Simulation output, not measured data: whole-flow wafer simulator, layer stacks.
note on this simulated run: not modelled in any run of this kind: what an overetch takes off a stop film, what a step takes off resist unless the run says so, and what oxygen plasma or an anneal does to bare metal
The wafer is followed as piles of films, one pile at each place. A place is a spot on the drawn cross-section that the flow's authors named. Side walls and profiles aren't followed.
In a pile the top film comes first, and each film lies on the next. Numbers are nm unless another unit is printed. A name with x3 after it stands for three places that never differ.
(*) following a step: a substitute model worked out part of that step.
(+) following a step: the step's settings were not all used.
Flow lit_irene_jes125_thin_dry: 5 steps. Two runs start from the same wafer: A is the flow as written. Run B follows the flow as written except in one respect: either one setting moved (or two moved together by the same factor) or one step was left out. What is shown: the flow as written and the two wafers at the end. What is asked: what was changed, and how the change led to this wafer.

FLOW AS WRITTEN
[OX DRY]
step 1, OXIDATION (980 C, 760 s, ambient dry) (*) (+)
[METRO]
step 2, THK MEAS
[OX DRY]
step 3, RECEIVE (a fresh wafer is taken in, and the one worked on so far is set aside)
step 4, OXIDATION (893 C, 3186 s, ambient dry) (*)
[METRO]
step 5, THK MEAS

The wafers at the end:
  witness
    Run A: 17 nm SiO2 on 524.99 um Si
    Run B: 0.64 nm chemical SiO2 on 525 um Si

Cause: step 4, OXIDATION: 893 C, 3186 s, ambient dry (*), was omitted.

The path from the change to this, step by step:
  (no step that both runs have acts differently)
